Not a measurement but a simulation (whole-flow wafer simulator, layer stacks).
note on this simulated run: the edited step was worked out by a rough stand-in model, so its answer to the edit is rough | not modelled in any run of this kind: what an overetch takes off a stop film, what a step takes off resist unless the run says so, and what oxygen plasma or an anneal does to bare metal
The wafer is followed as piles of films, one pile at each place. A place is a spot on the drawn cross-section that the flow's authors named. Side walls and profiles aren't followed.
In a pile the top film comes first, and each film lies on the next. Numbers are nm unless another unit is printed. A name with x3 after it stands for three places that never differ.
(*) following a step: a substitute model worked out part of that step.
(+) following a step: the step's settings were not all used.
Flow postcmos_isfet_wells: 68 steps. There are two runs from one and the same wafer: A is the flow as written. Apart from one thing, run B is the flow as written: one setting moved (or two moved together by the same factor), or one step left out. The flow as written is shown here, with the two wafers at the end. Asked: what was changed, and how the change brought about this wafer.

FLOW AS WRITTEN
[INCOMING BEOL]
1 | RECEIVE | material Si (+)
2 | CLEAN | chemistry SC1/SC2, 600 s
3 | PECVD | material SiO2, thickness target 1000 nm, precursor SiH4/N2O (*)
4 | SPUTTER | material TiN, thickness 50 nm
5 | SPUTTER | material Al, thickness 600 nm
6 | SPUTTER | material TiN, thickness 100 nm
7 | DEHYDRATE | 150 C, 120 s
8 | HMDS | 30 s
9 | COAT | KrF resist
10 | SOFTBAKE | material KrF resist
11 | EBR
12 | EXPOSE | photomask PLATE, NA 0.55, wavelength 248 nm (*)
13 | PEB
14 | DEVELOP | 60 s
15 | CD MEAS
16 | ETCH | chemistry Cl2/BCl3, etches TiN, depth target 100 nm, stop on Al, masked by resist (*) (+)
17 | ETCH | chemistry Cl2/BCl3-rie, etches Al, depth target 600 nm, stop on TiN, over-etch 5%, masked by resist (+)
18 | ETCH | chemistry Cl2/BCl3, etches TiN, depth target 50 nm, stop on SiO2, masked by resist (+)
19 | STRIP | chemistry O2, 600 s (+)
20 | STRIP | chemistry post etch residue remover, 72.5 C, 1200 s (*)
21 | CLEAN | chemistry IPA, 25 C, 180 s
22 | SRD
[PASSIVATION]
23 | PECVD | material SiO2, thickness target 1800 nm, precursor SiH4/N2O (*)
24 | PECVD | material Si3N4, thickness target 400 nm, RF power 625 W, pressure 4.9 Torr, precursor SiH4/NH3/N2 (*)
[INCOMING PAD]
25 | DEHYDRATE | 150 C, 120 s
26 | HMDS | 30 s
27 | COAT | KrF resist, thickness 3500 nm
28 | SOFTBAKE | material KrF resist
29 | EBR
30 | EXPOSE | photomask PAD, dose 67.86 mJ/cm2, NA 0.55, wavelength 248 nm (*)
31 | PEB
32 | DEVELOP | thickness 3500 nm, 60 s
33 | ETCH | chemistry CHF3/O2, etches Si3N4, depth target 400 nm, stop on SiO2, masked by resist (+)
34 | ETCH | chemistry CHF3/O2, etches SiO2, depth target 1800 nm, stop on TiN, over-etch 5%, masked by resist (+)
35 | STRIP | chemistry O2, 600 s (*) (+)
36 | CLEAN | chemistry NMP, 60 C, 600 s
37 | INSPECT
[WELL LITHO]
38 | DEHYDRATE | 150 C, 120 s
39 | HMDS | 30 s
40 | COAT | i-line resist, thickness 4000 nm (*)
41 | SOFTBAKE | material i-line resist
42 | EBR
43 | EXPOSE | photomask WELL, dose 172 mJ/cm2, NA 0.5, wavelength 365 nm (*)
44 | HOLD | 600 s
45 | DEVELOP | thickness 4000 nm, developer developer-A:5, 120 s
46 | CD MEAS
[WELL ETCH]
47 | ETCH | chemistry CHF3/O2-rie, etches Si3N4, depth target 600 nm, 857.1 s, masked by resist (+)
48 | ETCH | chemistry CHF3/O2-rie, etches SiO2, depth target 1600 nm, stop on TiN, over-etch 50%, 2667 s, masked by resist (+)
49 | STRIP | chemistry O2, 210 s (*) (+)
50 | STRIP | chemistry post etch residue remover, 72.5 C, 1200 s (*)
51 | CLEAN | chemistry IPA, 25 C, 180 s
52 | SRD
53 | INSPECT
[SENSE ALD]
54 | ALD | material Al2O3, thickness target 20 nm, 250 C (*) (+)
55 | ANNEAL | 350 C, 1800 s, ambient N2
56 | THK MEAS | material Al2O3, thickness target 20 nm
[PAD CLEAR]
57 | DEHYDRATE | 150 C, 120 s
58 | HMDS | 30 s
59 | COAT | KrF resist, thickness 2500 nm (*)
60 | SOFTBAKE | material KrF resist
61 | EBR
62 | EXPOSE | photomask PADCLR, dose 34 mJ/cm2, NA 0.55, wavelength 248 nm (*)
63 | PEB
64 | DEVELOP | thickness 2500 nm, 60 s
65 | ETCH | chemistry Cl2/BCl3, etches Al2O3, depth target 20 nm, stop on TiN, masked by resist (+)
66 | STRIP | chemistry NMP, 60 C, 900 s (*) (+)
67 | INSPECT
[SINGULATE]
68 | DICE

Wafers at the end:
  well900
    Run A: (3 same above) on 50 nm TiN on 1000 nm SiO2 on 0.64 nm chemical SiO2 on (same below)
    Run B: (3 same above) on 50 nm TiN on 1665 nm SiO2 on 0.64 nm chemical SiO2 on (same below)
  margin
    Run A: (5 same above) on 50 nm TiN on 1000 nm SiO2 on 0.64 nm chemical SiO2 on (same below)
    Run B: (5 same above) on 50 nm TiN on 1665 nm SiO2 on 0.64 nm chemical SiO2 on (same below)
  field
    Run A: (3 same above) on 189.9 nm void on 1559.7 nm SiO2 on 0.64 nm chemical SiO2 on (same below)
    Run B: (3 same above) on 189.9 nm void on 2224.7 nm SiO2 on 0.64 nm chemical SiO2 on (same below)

The reason: step 3, PECVD: thickness target 1665 nm was run, whereas the flow has thickness target 1000 nm.
The wafer itself shows it: well900 has SiO2 1665, and step 3 as written asks for 1000 nm.

Step by step, how the change led to this:
  3 | PECVD | material SiO2, thickness target 1000 nm, precursor SiH4/N2O (*)
      field, margin, well900, well1300 x3, pad_rim, pad_clr, pad_open: A +1000 SiO2 (new film) | B +1665 SiO2 (new film)
